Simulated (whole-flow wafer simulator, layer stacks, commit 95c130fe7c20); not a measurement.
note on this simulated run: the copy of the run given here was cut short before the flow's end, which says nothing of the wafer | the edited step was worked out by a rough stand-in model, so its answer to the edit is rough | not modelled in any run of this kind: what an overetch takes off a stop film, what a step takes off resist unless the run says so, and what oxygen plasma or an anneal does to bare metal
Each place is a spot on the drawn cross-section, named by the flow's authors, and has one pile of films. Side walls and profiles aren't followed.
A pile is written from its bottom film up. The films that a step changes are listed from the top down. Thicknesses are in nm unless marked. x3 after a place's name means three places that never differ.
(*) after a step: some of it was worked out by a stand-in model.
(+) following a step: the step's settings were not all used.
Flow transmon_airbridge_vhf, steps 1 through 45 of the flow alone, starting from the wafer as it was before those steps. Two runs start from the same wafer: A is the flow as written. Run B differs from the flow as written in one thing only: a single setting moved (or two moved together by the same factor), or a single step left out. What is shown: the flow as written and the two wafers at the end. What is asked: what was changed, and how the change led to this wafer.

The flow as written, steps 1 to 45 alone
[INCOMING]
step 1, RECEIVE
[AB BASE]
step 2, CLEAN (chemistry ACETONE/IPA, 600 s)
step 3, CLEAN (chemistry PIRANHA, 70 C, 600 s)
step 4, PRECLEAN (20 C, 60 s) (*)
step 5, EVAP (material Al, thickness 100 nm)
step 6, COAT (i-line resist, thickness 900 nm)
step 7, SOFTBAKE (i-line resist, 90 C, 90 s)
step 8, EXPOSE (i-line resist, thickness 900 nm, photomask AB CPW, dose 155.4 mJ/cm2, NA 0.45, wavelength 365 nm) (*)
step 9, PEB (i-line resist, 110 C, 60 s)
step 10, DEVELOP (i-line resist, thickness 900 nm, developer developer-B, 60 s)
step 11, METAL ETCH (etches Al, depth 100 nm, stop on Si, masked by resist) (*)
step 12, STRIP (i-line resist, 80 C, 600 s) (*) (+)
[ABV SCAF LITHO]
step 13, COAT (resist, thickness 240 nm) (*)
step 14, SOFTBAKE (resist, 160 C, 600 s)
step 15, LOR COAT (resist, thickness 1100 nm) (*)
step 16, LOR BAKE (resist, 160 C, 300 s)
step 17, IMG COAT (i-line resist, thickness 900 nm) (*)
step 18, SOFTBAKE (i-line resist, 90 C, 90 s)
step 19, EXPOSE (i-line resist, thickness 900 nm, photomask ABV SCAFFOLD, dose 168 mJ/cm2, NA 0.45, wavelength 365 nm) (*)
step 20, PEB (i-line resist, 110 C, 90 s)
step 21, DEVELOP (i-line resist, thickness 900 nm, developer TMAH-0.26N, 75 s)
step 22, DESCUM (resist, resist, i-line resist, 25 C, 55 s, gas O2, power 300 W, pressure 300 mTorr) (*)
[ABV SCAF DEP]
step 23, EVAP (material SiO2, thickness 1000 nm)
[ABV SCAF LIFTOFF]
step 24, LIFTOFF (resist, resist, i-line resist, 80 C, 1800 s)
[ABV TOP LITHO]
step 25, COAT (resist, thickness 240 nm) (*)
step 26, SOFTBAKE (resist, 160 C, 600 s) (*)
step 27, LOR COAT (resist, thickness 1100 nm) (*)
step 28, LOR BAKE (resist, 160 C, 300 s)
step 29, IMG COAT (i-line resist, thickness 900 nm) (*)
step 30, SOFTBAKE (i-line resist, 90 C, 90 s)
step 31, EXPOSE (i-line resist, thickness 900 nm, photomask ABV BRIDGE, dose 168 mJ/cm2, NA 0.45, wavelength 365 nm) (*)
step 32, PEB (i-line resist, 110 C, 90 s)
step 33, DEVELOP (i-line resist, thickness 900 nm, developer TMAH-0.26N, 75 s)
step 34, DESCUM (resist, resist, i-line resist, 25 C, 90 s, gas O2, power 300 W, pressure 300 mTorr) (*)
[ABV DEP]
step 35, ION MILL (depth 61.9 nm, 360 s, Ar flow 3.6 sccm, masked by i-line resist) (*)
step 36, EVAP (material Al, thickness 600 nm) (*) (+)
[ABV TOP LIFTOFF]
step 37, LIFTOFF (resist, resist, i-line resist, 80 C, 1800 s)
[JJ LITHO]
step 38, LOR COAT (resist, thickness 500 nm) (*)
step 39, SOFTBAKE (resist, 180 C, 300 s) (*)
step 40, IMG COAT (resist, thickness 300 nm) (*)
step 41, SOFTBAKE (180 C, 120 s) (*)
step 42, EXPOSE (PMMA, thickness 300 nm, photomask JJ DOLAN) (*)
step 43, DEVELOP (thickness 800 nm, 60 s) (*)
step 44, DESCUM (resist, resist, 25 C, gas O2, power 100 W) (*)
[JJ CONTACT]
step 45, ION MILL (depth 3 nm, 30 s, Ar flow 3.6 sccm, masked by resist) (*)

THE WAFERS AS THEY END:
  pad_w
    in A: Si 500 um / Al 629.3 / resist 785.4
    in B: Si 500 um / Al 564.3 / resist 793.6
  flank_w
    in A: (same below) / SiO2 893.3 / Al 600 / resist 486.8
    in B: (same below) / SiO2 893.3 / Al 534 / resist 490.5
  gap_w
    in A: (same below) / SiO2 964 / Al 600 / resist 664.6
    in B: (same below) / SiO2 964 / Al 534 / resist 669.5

Cause: step 36, EVAP: thickness 534 nm was run, while the flow as written has thickness 600 nm.
The wafer itself shows it: flank_w has Al 534, and step 36 as written asks for 600 nm.

How this came from the change, step by step:
  step 36, EVAP (material Al, thickness 600 nm) (*) (+)
      field x3, jj_line, ground_far and 10 more: A Al gains 600 (new film) | B Al gains 534 (new film)
      pad_w, pad_e: A Al gains 591.2 | B Al gains 526.2
  step 37, LIFTOFF (resist, resist, i-line resist, 80 C, 1800 s)
      field x3, jj_line, trace_open_s x2: A Al loses 600 (all of it), i-line resist loses 600 (all of it), resist loses 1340 (all of it) | B Al loses 534 (all of it), i-line resist loses 600 (all of it), resist loses 1340 (all of it)
      margin_s, margin_n: A Al loses 600 (all of it), i-line resist loses 318.3 (all of it), resist loses 992 (all of it) | B Al loses 534 (all of it), i-line resist loses 318.3 (all of it), resist loses 992 (all of it)
      (and at 1 other place as well)
